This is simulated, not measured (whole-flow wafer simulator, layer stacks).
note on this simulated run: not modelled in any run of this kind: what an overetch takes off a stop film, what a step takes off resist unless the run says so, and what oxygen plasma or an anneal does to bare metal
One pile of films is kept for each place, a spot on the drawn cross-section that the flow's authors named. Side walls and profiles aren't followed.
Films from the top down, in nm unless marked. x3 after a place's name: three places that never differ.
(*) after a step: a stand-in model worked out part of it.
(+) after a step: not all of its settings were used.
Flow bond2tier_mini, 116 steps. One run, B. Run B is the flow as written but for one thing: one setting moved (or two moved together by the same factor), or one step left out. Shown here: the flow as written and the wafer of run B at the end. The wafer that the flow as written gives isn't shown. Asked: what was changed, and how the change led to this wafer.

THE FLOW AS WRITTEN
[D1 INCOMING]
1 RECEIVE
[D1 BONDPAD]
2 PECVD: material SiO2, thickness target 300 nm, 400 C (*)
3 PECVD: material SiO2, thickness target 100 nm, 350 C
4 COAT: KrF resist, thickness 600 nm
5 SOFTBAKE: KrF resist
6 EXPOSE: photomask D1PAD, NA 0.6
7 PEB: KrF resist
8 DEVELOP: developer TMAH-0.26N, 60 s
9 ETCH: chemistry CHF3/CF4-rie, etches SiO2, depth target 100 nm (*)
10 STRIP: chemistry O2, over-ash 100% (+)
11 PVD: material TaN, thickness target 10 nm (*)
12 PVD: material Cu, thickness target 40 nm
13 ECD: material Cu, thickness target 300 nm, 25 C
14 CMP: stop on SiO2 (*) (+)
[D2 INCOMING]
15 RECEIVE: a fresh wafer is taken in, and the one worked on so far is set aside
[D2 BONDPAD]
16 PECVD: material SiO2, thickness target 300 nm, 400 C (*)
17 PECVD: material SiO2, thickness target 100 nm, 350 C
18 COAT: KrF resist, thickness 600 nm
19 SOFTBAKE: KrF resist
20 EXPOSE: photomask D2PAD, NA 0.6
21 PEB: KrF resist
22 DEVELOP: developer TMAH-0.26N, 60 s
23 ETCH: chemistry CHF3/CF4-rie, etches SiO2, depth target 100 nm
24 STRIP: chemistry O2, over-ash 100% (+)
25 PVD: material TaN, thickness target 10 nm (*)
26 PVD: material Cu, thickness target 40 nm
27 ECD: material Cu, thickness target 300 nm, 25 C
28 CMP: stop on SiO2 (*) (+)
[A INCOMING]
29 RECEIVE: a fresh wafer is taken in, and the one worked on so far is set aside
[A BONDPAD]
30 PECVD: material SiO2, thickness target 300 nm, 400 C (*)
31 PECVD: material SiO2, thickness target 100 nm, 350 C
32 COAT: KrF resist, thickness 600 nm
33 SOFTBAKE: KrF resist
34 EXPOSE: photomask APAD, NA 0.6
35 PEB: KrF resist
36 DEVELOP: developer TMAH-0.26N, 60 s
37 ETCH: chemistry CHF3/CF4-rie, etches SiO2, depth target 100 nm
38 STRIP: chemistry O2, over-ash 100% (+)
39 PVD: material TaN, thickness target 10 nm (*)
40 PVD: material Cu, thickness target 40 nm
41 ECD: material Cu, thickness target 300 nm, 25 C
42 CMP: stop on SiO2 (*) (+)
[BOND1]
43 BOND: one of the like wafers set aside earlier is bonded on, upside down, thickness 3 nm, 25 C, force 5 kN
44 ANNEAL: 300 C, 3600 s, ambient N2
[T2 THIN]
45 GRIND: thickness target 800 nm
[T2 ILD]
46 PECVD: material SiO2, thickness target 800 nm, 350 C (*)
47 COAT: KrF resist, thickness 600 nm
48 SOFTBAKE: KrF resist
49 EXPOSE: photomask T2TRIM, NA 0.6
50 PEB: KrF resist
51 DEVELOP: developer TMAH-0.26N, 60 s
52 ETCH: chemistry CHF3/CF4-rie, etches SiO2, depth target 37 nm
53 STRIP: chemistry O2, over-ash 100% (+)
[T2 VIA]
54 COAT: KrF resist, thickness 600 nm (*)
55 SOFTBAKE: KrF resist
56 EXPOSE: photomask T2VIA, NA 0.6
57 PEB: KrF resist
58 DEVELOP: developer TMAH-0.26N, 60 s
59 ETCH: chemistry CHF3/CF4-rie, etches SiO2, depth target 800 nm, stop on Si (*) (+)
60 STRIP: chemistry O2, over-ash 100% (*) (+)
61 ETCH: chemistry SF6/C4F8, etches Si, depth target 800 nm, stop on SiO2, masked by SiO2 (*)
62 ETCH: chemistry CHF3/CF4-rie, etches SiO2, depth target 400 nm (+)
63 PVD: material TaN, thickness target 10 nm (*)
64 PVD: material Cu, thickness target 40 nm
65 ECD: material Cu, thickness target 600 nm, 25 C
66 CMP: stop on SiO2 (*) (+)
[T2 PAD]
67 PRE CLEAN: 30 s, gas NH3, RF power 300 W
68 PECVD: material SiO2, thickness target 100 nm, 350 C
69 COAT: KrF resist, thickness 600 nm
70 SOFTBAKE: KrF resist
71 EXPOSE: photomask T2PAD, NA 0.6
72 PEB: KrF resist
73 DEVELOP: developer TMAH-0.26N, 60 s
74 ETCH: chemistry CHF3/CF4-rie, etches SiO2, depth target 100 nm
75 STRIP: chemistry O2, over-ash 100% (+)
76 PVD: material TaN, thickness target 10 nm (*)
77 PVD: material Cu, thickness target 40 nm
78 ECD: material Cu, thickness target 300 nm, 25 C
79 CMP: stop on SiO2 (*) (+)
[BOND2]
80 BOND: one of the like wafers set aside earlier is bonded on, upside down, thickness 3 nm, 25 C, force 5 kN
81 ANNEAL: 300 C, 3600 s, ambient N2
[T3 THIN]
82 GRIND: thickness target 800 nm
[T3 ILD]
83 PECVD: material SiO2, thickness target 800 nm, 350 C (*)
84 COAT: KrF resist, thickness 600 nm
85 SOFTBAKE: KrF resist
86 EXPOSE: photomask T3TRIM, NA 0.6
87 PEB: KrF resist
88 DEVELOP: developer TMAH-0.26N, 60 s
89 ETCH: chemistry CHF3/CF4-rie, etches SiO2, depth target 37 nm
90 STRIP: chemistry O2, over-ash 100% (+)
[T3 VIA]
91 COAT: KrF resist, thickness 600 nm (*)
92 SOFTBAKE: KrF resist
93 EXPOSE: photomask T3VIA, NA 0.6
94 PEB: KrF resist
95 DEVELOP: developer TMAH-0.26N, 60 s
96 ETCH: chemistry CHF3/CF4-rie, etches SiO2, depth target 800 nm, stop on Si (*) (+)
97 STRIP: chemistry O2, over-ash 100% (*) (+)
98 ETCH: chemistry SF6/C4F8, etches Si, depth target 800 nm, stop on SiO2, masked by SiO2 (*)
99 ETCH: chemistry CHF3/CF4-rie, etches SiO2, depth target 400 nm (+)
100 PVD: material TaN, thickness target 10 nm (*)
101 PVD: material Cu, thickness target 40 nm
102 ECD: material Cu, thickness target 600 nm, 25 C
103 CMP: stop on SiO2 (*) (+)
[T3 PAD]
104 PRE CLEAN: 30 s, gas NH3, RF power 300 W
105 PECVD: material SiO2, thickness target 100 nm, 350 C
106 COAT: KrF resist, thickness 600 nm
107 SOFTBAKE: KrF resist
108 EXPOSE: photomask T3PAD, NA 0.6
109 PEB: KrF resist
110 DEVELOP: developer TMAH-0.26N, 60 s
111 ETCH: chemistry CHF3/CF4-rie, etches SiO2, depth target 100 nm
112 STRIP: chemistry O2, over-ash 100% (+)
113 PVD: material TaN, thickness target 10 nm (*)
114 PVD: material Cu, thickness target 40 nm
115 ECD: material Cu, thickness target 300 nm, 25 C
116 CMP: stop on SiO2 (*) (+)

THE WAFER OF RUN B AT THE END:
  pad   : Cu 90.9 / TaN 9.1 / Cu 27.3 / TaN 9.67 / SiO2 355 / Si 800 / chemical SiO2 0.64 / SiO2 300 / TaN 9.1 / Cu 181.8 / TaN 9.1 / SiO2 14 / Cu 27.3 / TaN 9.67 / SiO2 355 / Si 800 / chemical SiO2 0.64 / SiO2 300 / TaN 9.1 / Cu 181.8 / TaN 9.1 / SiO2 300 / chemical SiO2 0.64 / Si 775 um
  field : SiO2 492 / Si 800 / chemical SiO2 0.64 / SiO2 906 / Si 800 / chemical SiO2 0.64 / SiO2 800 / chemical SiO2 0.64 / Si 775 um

The cause: step 68, PECVD: thickness target 114 nm was run, where the flow has thickness target 100 nm.

How the change led to this, step by step:
  68 PECVD: material SiO2, thickness target 100 nm, 350 C
      field: SiO2 +114 (as written it would be: SiO2 +100)
      pad: SiO2 +114 (new film) (as written it would be: SiO2 +100 (new film))
  74 ETCH: chemistry CHF3/CF4-rie, etches SiO2, depth target 100 nm
      pad: SiO2 -100 (as written it would be: SiO2 -100 (all of it))
Counting metal films that touch as one body, pad has 4 bodies (between them, from the top down: SiO2 355 / Si 800 / chemical SiO2 0.64 / SiO2 300; SiO2 14; SiO2 355 / Si 800 / chemical SiO2 0.64 / SiO2 300); the flow as written gives 3 bodies (between them, from the top down: SiO2 355 / Si 800 / chemical SiO2 0.64 / SiO2 300; SiO2 355 / Si 800 / chemical SiO2 0.64 / SiO2 300).
